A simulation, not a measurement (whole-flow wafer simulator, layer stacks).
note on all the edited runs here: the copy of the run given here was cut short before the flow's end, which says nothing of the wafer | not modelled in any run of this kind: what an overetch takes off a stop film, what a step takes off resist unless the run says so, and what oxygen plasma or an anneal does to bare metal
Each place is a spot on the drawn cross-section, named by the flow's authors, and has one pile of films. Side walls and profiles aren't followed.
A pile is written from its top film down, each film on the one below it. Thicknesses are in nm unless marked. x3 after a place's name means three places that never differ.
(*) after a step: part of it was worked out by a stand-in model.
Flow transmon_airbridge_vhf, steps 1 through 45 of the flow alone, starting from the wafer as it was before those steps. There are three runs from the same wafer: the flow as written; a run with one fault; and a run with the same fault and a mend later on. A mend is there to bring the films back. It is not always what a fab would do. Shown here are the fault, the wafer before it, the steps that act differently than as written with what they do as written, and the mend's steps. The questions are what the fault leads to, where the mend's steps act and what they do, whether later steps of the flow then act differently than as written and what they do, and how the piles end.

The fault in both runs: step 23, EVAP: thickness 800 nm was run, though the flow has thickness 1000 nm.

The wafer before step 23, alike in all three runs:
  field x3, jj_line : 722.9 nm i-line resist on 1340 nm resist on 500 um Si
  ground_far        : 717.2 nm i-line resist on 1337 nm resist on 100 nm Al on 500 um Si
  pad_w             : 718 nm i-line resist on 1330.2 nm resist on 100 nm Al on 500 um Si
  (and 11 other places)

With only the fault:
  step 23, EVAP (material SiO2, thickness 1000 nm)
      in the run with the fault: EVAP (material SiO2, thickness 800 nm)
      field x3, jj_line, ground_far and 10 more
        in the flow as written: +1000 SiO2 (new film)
        in the run with the fault: +800 SiO2 (new film)
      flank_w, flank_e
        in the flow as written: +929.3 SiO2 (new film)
        in the run with the fault: +743.5 SiO2 (new film)
  Steps later in the flow that act otherwise than as written (2 other steps are not shown; they differ only slightly, by no more than 2% or 0.5 nm, whichever is larger):
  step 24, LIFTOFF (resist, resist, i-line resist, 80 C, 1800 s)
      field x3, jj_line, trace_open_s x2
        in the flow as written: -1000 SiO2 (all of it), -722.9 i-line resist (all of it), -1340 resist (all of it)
        in the run with the fault: -800 SiO2 (all of it), -722.9 i-line resist (all of it), -1340 resist (all of it)
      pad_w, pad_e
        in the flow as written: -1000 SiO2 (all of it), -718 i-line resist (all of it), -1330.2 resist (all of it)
        in the run with the fault: -800 SiO2 (all of it), -718 i-line resist (all of it), -1330.2 resist (all of it)
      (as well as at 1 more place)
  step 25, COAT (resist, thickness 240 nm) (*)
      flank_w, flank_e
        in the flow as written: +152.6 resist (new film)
        in the run with the fault: +159.3 resist (new film)
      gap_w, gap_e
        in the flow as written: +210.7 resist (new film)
        in the run with the fault: +219.4 resist (new film)
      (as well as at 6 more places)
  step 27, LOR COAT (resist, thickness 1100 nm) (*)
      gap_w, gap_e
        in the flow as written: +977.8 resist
        in the run with the fault: +1005.4 resist
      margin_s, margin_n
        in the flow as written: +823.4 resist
        in the run with the fault: +871.6 resist
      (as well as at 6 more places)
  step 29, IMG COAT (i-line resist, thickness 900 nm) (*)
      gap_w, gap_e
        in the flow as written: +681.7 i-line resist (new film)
        in the run with the fault: +730.2 i-line resist (new film)
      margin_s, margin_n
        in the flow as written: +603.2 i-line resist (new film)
        in the run with the fault: +666.5 i-line resist (new film)
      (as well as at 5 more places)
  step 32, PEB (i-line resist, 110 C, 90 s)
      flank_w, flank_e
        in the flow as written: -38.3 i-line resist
        in the run with the fault: -40.3 i-line resist
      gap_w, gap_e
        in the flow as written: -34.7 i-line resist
        in the run with the fault: -37.3 i-line resist
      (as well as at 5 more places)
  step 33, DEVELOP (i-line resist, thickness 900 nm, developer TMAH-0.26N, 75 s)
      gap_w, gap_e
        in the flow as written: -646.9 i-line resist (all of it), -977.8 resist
        in the run with the fault: -692.9 i-line resist (all of it), -1005.4 resist
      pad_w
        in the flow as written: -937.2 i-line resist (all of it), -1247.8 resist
        in the run with the fault: -920.3 i-line resist (all of it), -1216.6 resist
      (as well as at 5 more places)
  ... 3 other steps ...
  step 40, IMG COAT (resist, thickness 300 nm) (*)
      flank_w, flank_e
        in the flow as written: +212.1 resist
        in the run with the fault: +218.4 resist
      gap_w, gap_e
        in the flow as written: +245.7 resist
        in the run with the fault: +254.2 resist
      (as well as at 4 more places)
  By the end, the piles at pad_w, flank_w, gap_w and 7 more depart from the flow's by more than 2% or 0.5 nm, whichever is larger.
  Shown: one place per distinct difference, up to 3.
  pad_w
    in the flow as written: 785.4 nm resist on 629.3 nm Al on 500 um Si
    in the run with the fault: 767.7 nm resist on 629.5 nm Al on 500 um Si
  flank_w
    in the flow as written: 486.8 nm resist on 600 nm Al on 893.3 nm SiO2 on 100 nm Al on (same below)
    in the run with the fault: 507.9 nm resist on 600 nm Al on 707.5 nm SiO2 on 100 nm Al on (same below)
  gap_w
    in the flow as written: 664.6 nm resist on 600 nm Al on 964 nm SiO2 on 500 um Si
    in the run with the fault: 681.7 nm resist on 600 nm Al on 764 nm SiO2 on 500 um Si

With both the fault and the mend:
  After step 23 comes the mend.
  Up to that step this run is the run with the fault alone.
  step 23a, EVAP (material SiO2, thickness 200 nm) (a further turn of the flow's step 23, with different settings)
      field x3, jj_line, ground_far and 10 more
        +200 SiO2
      flank_w, flank_e
        +186 SiO2
  Every later step of the flow that is run acts as written, at every place that is followed, to within 2% or 0.5 nm, whichever is larger.
  At the end the piles are close to the flow's at the places that both follow, differing by at most 2% or 0.5 nm, whichever is larger.
